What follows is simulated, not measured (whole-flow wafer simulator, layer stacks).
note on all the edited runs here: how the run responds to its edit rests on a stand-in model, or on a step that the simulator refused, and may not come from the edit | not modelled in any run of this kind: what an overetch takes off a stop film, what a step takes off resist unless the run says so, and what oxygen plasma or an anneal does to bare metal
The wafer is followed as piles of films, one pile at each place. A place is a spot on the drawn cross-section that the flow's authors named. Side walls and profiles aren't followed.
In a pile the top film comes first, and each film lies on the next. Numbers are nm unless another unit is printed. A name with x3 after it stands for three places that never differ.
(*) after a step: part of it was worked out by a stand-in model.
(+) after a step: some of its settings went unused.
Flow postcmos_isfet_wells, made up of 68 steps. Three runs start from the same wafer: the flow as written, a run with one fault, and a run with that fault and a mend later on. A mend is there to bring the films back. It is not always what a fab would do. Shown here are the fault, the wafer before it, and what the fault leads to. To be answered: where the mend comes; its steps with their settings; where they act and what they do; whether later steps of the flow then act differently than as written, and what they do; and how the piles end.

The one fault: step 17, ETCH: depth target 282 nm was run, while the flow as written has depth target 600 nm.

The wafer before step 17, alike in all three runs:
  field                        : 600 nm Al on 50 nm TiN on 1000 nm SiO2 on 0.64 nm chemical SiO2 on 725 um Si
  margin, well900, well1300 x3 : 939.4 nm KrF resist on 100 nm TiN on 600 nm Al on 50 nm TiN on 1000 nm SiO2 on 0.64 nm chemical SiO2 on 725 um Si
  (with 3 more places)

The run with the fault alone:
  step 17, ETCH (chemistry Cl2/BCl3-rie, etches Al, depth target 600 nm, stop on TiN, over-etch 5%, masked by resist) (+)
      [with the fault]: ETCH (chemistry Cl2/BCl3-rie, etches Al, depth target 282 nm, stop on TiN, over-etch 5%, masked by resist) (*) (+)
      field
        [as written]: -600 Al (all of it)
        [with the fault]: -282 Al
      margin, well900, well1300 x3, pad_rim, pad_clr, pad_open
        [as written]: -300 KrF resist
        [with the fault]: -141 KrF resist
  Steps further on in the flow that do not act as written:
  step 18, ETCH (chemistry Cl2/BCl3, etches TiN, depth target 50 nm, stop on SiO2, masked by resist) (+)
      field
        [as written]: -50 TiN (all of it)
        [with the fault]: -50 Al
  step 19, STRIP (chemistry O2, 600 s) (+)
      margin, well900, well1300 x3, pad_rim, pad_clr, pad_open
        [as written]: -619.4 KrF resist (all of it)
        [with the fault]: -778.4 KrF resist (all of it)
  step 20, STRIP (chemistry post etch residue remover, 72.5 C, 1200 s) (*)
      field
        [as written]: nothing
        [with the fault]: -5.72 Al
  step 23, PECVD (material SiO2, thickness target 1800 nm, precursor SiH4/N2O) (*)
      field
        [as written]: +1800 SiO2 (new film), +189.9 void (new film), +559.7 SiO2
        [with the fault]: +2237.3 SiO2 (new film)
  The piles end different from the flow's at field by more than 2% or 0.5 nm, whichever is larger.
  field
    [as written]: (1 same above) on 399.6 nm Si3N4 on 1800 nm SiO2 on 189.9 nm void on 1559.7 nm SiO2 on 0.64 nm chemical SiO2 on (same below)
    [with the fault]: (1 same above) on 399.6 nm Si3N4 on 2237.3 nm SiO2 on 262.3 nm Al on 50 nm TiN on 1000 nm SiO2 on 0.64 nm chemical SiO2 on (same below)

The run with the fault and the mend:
  The mend follows step 17.
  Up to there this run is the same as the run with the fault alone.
  step 17a, ETCH (chemistry Cl2/BCl3-rie, etches Al, depth target 318 nm, stop on TiN, over-etch 5%, masked by resist) (the flow's step 17 again, with other settings)
      margin, well900, well1300 x3, pad_rim, pad_clr, pad_open
        -159 KrF resist
      field
        -318 Al (all of it)
  Later steps of the flow that are run all act as written at every place that is followed.
  The piles end the same as the flow's at every place that both follow.
